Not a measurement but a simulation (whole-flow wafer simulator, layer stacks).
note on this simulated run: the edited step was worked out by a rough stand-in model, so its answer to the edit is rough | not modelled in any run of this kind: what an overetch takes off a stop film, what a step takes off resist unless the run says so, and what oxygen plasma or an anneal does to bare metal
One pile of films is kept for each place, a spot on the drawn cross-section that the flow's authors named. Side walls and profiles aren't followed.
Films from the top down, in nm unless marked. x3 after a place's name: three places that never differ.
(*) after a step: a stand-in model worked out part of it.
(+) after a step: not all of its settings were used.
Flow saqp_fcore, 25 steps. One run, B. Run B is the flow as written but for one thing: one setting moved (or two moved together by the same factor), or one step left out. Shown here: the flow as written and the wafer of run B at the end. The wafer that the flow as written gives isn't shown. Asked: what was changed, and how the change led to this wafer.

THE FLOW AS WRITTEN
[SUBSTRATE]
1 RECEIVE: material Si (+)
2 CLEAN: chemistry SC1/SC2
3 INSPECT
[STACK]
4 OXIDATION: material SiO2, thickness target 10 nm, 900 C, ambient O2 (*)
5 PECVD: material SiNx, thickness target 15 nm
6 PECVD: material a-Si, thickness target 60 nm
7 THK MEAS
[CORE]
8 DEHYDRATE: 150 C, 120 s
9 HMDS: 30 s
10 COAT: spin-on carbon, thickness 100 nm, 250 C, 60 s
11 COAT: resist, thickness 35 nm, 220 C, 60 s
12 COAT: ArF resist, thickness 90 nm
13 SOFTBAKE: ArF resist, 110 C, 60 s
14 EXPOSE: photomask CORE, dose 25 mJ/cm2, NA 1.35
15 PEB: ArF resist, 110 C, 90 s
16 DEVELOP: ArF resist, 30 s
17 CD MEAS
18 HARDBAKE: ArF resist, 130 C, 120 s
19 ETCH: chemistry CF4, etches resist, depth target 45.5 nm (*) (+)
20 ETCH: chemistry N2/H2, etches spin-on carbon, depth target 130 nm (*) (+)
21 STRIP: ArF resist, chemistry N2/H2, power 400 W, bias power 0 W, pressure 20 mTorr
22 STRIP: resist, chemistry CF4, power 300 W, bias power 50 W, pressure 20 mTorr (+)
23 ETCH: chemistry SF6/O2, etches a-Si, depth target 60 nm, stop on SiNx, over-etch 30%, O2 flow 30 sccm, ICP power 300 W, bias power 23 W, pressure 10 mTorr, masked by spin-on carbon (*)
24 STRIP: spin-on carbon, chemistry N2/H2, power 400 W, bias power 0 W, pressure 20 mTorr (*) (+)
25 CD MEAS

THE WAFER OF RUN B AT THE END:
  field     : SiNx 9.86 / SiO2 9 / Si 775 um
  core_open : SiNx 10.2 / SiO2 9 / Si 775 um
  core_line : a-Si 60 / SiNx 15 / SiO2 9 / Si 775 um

The cause: step 4, OXIDATION: thickness target 9 nm was run, where the flow has thickness target 10 nm.
It can be read off the wafer: field has SiO2 9, and step 4 as written asks for 10 nm.

How the change led to this, step by step:
  4 OXIDATION: material SiO2, thickness target 10 nm, 900 C, ambient O2 (*)
      field, core_open, core_line: SiO2 +9 (new film), chemical SiO2 -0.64 (all of it), Si -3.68 (as written it would be: SiO2 +10 (new film), chemical SiO2 -0.64 (all of it), Si -4.12)
